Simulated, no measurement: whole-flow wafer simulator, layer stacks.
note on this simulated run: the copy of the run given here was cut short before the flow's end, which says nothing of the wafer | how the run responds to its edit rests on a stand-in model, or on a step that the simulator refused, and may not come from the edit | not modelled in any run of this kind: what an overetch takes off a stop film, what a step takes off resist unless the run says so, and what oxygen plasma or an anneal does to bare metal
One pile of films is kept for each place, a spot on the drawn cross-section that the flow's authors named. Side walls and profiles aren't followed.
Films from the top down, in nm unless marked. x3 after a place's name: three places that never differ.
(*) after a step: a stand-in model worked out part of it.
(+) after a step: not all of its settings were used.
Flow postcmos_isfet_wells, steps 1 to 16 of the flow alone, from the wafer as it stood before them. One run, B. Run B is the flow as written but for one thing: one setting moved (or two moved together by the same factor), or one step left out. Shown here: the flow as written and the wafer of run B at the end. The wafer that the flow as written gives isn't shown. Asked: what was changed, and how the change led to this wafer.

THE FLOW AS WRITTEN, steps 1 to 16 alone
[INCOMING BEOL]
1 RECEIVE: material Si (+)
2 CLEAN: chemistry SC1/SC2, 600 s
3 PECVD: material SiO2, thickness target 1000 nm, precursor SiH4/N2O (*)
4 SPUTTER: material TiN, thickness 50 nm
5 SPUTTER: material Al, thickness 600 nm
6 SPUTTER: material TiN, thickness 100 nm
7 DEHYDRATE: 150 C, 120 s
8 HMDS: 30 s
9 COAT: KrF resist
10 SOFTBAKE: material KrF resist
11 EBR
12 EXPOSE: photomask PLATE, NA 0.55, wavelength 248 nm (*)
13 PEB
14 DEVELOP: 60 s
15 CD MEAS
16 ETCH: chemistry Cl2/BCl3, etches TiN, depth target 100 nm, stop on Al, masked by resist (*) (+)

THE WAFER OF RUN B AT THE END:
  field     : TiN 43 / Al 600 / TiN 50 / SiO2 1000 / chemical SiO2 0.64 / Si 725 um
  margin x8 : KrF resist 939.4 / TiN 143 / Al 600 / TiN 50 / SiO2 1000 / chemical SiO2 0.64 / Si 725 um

The cause: step 6, SPUTTER: thickness 143 nm was run, where the flow has thickness 100 nm.
It can be read off the wafer: margin x8 has TiN 143, and step 6 as written asks for 100 nm.

How the change led to this, step by step:
  6 SPUTTER: material TiN, thickness 100 nm
      field, margin x8: TiN +143 (new film) (as written it would be: TiN +100 (new film))
  16 ETCH: chemistry Cl2/BCl3, etches TiN, depth target 100 nm, stop on Al, masked by resist (*) (+)
      field: TiN -100 (as written it would be: TiN -100 (all of it))
